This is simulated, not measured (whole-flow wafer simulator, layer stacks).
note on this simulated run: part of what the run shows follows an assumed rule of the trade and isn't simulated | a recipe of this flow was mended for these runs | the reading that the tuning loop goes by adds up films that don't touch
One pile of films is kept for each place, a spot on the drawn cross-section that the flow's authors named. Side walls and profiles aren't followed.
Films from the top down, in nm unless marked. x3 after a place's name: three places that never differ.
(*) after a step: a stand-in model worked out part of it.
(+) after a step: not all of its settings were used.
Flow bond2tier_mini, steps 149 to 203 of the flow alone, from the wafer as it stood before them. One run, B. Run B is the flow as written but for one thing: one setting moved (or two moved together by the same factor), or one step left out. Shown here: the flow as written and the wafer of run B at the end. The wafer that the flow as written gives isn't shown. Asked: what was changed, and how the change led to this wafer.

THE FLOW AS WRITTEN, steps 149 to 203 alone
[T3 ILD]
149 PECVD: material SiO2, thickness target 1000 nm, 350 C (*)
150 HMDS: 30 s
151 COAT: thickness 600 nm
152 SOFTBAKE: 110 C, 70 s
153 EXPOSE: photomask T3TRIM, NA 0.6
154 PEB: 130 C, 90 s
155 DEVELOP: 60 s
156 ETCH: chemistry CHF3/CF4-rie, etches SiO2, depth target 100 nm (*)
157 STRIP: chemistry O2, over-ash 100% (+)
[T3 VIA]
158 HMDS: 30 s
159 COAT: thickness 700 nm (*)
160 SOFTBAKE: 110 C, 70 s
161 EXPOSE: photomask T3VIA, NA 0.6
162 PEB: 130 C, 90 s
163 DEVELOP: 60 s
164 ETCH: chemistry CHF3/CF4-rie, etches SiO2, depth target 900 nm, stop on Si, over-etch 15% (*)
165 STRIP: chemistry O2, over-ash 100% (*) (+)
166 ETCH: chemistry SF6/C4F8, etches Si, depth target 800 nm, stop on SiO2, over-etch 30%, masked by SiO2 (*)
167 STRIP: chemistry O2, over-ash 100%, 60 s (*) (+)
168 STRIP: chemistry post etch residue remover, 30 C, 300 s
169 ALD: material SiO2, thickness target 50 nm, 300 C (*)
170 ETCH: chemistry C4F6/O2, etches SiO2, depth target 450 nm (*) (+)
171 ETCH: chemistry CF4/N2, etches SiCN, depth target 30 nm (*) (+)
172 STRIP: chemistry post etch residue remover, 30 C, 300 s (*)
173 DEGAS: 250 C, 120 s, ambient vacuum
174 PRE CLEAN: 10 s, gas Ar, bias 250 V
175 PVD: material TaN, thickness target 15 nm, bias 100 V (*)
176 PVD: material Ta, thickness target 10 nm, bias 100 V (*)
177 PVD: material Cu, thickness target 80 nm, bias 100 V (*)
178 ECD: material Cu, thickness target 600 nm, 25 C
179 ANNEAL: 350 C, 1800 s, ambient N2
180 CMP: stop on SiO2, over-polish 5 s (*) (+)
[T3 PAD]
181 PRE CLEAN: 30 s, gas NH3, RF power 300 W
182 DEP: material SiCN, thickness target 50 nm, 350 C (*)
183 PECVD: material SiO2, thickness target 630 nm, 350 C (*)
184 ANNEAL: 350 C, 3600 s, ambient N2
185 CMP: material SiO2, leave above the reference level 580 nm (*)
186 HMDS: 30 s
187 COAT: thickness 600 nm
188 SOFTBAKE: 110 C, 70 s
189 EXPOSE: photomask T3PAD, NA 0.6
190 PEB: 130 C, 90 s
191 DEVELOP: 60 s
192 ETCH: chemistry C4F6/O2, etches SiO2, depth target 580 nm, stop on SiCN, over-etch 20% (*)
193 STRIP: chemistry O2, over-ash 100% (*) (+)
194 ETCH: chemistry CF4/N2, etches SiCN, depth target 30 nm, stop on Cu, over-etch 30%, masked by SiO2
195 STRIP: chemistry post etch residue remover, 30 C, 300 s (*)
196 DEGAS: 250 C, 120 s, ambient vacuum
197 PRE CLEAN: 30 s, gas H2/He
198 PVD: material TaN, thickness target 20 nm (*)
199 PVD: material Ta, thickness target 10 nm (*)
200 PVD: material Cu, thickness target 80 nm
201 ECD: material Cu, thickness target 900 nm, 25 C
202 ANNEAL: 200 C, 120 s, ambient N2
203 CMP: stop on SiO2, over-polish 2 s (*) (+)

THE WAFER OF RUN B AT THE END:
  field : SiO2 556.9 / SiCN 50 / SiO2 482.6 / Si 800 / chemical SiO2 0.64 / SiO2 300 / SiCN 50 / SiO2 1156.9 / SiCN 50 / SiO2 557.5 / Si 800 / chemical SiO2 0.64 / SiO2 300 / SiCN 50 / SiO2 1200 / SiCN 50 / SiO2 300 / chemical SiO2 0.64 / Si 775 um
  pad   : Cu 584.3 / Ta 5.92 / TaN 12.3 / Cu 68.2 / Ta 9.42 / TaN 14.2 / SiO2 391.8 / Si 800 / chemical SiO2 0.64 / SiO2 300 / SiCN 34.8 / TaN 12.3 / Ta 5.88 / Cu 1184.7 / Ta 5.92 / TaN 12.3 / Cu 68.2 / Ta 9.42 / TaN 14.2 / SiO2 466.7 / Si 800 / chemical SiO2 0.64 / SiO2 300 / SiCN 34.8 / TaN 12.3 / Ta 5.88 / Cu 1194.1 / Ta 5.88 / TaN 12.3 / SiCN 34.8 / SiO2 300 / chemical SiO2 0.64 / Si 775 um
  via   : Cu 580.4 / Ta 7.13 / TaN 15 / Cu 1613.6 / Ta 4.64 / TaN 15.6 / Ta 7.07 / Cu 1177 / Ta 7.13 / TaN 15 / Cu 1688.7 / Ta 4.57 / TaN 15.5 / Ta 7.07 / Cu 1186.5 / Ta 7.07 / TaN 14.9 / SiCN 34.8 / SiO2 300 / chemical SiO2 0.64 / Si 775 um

The cause: step 149, PECVD: thickness target 925 nm was run, where the flow has thickness target 1000 nm.

How the change led to this, step by step:
  149 PECVD: material SiO2, thickness target 1000 nm, 350 C (*)
      field, pad, via: SiO2 +925 (new film) (as written it would be: SiO2 +1000 (new film))
  164 ETCH: chemistry CHF3/CF4-rie, etches SiO2, depth target 900 nm, stop on Si, over-etch 15% (*)
      field: thick-KrF-resist -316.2 (as written it would be: thick-KrF-resist -345)
      pad: thick-KrF-resist -316.3 (as written it would be: thick-KrF-resist -345)
      (and at 1 more place)
  165 STRIP: chemistry O2, over-ash 100% (*) (+)
      field: thick-KrF-resist -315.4 (all of it) (as written it would be: thick-KrF-resist -286.6 (all of it))
      pad: thick-KrF-resist -401.7 (all of it) (as written it would be: thick-KrF-resist -372.9 (all of it))
  178 ECD: material Cu, thickness target 600 nm, 25 C
      via: Cu +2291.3 (as written it would be: Cu +2367)
